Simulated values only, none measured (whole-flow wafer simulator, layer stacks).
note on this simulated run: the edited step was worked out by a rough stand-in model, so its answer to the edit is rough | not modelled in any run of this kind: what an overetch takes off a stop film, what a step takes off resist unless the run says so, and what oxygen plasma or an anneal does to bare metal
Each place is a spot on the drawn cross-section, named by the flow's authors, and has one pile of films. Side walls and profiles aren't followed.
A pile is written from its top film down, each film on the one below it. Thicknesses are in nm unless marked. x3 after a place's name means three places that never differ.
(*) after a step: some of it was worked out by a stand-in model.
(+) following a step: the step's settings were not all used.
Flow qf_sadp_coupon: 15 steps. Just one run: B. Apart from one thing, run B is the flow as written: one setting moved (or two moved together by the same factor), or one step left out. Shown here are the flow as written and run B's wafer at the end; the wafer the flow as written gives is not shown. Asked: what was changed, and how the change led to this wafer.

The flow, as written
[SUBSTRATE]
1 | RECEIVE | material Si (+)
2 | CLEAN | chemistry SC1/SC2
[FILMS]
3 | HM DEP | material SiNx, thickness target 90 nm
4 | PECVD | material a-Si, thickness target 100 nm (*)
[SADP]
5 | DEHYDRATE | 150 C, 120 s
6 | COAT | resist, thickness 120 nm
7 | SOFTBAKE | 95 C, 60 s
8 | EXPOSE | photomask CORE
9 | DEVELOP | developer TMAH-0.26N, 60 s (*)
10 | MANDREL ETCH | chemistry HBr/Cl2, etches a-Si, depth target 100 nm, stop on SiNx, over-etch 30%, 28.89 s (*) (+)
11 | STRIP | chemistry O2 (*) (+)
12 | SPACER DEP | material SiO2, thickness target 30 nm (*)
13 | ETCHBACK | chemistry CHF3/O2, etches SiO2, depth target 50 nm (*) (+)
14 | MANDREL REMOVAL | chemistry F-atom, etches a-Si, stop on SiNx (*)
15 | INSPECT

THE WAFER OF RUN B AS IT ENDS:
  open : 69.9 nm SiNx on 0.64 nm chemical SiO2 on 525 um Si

The reason: step 4, PECVD: thickness target 122.5 nm was run, whereas the flow has thickness target 100 nm.

Step by step, how the change led to this:
  4 | PECVD | material a-Si, thickness target 100 nm (*)
      m, open: +122.5 a-Si (new film) (in the flow as written it would be: +100 a-Si (new film))
  10 | MANDREL ETCH | chemistry HBr/Cl2, etches a-Si, depth target 100 nm, stop on SiNx, over-etch 30%, 28.89 s (*) (+)
      open: -122.5 a-Si (all of it), -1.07 SiNx (in the flow as written it would be: -100 a-Si (all of it), -4.29 SiNx)
  14 | MANDREL REMOVAL | chemistry F-atom, etches a-Si, stop on SiNx (*)
      m: -118.3 a-Si (all of it) (in the flow as written it would be: -95.8 a-Si (all of it))
